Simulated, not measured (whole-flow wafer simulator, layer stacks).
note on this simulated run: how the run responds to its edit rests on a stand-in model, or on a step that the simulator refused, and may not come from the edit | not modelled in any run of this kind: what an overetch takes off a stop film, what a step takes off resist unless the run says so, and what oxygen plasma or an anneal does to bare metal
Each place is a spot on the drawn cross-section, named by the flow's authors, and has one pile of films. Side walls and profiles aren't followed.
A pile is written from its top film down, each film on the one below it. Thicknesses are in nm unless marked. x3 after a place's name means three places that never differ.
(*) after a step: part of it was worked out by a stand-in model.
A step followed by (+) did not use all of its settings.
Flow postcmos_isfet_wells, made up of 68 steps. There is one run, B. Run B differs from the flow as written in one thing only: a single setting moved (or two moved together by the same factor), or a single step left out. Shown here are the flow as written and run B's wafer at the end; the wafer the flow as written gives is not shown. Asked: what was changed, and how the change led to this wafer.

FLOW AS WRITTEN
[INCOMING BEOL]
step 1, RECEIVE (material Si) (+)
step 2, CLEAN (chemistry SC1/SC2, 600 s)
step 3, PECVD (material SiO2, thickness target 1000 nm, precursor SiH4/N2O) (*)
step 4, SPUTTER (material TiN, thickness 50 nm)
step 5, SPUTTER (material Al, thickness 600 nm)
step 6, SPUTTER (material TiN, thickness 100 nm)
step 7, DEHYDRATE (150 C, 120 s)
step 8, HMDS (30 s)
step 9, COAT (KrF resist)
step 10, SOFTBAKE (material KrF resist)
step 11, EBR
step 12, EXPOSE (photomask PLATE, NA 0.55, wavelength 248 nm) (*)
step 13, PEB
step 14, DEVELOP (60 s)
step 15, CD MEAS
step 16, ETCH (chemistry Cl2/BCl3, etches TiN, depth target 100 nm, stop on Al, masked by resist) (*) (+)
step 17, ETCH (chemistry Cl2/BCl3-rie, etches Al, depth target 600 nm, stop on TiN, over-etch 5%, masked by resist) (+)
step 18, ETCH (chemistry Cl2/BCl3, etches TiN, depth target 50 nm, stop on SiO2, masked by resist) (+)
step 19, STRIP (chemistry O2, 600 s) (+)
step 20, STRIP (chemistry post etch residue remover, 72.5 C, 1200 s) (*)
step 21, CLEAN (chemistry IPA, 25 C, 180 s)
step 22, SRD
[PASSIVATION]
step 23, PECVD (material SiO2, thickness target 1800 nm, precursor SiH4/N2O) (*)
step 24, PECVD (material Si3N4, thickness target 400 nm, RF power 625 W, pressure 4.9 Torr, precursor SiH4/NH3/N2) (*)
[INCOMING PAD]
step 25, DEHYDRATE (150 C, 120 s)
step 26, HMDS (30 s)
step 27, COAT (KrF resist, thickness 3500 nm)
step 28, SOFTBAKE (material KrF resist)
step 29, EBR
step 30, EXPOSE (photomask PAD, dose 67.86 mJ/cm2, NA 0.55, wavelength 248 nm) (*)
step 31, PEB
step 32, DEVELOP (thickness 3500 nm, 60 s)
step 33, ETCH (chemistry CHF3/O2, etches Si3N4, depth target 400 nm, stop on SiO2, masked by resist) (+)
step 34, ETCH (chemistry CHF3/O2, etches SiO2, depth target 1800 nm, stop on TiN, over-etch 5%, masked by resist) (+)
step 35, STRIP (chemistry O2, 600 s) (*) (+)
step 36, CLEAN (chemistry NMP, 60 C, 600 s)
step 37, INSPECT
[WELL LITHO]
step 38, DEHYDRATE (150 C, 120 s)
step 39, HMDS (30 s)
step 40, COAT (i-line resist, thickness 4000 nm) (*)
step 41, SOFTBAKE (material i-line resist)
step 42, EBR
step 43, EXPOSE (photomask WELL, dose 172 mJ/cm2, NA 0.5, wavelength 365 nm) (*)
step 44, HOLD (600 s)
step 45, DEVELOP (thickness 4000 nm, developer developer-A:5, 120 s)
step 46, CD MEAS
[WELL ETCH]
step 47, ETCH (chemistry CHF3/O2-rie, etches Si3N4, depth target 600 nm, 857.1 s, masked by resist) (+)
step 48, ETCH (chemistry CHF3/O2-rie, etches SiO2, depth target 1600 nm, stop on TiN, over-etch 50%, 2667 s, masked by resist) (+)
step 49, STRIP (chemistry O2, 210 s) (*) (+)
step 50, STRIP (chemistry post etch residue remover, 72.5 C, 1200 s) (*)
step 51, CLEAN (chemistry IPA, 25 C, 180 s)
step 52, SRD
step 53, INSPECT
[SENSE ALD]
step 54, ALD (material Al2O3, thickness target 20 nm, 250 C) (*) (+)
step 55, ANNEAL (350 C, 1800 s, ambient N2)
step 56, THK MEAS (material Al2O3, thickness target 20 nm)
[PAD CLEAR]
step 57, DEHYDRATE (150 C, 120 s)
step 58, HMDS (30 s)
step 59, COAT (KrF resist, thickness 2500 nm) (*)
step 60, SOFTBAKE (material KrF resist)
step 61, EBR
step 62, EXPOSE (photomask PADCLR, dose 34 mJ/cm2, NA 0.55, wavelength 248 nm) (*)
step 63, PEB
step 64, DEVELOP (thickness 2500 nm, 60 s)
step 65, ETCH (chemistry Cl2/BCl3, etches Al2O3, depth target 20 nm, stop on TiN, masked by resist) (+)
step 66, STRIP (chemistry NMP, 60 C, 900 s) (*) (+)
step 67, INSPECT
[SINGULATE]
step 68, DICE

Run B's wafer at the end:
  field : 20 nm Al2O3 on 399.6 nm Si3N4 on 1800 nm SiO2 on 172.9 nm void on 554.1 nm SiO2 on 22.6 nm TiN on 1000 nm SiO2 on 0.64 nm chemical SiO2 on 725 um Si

Cause: step 18, ETCH: depth target 27 nm was run, while the flow as written has depth target 50 nm.

The path from the change to this, step by step:
  step 18, ETCH (chemistry Cl2/BCl3, etches TiN, depth target 50 nm, stop on SiO2, masked by resist) (+)
      field: TiN loses 27 (as written it would have been: TiN loses 50 (all of it))
      margin, well900, well1300 x3, pad_rim, pad_clr, pad_open: KrF resist loses 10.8 (as written it would have been: KrF resist loses 20)
  step 23, PECVD (material SiO2, thickness target 1800 nm, precursor SiH4/N2O) (*)
      field: SiO2 gains 1800 (new film), void gains 172.9 (new film), SiO2 gains 554.1 (new film) (as written it would have been: SiO2 gains 1800 (new film), void gains 189.9 (new film), SiO2 gains 559.7)
If metal films that touch count as one body, field has 1 body; the flow as written gives 0 bodies.
